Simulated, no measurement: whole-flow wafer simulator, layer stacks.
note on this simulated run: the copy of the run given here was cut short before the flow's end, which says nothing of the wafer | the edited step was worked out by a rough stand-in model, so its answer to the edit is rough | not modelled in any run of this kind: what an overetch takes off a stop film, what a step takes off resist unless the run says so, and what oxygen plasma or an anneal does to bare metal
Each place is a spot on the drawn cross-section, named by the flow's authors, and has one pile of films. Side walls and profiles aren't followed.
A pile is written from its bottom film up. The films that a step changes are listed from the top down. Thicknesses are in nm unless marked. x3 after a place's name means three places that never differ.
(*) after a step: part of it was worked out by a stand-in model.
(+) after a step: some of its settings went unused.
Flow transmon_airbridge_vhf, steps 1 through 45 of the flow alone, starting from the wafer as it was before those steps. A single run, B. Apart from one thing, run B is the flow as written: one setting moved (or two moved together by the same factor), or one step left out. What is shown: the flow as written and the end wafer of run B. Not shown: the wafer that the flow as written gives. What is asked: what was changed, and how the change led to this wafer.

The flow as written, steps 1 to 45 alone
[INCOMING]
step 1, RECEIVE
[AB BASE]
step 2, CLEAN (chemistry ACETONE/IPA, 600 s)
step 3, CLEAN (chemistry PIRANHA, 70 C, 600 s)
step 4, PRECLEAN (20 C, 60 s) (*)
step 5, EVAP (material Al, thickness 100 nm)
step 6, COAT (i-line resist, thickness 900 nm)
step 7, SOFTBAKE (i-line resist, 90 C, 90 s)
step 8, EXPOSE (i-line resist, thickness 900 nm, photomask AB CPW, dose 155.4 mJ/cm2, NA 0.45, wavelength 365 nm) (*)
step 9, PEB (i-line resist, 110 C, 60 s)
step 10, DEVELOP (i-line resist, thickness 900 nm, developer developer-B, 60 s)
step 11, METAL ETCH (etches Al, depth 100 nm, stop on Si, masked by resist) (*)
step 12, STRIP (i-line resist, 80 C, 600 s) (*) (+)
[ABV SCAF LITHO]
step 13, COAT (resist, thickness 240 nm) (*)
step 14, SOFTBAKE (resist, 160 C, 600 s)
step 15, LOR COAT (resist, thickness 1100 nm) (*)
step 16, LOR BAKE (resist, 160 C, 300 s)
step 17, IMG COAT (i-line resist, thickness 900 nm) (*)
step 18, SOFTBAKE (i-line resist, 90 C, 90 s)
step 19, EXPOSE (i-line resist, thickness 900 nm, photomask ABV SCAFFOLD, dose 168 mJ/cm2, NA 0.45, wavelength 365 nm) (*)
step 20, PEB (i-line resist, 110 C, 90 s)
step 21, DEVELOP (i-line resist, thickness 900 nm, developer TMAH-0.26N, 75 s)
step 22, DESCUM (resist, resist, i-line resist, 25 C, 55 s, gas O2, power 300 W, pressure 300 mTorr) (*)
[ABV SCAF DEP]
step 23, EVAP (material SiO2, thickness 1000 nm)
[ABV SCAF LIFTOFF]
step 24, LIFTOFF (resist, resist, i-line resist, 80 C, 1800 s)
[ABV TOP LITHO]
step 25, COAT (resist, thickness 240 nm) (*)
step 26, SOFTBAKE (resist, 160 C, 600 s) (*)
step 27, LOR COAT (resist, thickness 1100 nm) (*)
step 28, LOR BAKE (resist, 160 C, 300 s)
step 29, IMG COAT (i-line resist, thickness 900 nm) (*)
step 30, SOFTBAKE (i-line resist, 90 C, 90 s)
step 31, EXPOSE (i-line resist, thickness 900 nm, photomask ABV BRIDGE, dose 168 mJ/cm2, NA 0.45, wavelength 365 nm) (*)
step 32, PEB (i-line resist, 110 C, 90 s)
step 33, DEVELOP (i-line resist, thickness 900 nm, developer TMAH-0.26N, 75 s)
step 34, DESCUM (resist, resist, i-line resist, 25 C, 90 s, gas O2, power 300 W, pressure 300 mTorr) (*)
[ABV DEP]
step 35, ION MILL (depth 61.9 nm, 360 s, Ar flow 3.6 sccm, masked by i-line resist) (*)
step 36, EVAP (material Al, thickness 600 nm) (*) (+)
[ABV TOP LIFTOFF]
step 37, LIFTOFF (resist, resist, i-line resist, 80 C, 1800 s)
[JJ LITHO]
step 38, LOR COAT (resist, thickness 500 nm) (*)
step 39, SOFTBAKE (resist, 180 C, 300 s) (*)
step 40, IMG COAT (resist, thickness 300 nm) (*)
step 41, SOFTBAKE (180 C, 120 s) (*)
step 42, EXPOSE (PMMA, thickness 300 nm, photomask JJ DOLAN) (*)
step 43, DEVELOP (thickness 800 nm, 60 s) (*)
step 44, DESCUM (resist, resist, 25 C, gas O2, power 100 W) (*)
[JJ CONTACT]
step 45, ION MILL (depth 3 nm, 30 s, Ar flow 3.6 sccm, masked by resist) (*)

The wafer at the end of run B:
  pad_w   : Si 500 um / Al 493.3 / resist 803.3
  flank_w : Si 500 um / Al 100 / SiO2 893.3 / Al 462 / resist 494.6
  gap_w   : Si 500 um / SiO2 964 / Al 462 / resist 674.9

The reason: step 36, EVAP: thickness 462 nm was run, while the flow as written has thickness 600 nm.
One can read it off the wafer: flank_w has Al 462, and step 36 as written asks for 600 nm.

How this came from the change, step by step:
  step 36, EVAP (material Al, thickness 600 nm) (*) (+)
      field x3, jj_line, ground_far and 10 more: +462 Al (new film) (in the flow as written it would be: +600 Al (new film))
      pad_w, pad_e: +455.2 Al (in the flow as written it would be: +591.2 Al)
  step 37, LIFTOFF (resist, resist, i-line resist, 80 C, 1800 s)
      field x3, jj_line, trace_open_s x2: -462 Al (all of it), -600 i-line resist (all of it), -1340 resist (all of it) (in the flow as written it would be: -600 Al (all of it), -600 i-line resist (all of it), -1340 resist (all of it))
      margin_s, margin_n: -462 Al (all of it), -318.3 i-line resist (all of it), -992 resist (all of it) (in the flow as written it would be: -600 Al (all of it), -318.3 i-line resist (all of it), -992 resist (all of it))
      (also at 1 further place)
  step 38, LOR COAT (resist, thickness 500 nm) (*)
      pad_w, pad_e: +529 resist (new film) (in the flow as written it would be: +517 resist (new film))
      margin_s, margin_n: +433.5 resist (new film) (in the flow as written it would be: +445.3 resist (new film))
      (also at 1 further place)
  step 40, IMG COAT (resist, thickness 300 nm) (*)
      flank_w, flank_e: +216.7 resist (in the flow as written it would be: +212.1 resist)
      bridge_strip: +205.5 resist (in the flow as written it would be: +197.1 resist)
